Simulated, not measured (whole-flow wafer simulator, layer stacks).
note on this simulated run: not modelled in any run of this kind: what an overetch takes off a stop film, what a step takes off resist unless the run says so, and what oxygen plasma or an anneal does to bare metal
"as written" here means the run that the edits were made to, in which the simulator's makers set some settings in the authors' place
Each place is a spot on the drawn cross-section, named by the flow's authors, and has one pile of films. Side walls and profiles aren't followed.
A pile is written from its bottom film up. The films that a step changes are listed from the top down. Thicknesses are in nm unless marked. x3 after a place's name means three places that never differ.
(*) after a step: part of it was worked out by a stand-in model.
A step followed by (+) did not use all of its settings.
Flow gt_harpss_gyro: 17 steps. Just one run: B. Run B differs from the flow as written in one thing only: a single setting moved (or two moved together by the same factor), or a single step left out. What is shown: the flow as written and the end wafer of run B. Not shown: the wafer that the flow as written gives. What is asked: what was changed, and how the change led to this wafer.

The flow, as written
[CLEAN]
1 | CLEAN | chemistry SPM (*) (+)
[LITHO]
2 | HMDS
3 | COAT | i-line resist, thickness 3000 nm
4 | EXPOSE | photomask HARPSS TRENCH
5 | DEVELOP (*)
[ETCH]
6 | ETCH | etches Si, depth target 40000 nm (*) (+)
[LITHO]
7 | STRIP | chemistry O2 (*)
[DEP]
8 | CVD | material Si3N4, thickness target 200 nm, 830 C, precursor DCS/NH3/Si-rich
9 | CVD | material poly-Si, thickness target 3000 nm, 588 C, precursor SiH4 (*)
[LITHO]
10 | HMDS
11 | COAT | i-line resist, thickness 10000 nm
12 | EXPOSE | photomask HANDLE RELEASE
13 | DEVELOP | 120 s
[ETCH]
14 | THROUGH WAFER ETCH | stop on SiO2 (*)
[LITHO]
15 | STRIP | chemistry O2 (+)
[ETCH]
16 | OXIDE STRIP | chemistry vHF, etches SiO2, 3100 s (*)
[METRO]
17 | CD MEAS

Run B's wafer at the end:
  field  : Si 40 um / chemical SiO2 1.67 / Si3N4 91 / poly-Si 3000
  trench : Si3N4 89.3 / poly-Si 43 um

The reason: step 8, CVD: thickness target 90.99 nm was run, whereas the flow has thickness target 200 nm.
One can read it off the wafer: field has Si3N4 91, and step 8 as written asks for 200 nm.

Step by step, how the change led to this:
  8 | CVD | material Si3N4, thickness target 200 nm, 830 C, precursor DCS/NH3/Si-rich
      field: +91 Si3N4 (new film) (in the flow as written it would be: +200 Si3N4 (new film))
      trench: +89.3 Si3N4 (new film) (in the flow as written it would be: +195.9 Si3N4 (new film))
  9 | CVD | material poly-Si, thickness target 3000 nm, 588 C, precursor SiH4 (*)
      trench: +43 um poly-Si (new film) (in the flow as written it would be: +43.01 um poly-Si (new film))
